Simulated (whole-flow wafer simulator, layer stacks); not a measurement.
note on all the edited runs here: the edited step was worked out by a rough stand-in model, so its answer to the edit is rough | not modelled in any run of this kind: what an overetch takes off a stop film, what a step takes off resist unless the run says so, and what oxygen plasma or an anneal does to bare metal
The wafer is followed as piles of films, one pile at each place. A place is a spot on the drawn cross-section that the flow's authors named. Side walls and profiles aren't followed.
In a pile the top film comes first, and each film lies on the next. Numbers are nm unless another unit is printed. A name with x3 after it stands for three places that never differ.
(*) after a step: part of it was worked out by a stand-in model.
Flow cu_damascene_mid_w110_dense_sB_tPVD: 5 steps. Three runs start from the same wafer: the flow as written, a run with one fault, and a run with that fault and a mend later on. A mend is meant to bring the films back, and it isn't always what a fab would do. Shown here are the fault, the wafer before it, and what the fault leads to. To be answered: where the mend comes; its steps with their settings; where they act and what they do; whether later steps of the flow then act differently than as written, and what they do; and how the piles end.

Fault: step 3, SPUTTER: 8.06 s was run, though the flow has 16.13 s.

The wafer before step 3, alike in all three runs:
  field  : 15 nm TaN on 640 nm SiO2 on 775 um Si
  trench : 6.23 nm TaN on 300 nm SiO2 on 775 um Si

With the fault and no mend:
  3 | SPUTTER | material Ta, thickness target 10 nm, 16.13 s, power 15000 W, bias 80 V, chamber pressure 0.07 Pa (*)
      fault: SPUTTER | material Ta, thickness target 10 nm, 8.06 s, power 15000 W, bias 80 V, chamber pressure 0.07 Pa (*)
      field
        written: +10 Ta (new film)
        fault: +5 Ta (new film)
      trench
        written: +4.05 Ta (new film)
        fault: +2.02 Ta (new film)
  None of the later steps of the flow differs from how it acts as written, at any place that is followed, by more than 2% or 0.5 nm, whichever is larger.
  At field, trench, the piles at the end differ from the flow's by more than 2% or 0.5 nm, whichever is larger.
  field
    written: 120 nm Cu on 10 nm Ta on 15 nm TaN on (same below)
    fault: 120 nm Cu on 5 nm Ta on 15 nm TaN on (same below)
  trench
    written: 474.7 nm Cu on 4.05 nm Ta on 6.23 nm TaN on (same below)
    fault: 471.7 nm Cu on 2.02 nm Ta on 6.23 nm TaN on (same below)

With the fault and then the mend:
  After step 3 comes the mend.
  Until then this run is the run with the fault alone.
  3a | SPUTTER | material Ta, thickness target 10 nm, 8.07 s, power 15000 W, bias 80 V, chamber pressure 0.07 Pa (*) (the flow's step 3, run once more with other settings)
      field
        +5 Ta
      trench
        +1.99 Ta
  None of the later steps of the flow differs from how it acts as written, at any place that is followed, by more than 2% or 0.5 nm, whichever is larger.
  At the end the piles are close to the flow's at the places that both follow, differing by at most 2% or 0.5 nm, whichever is larger.
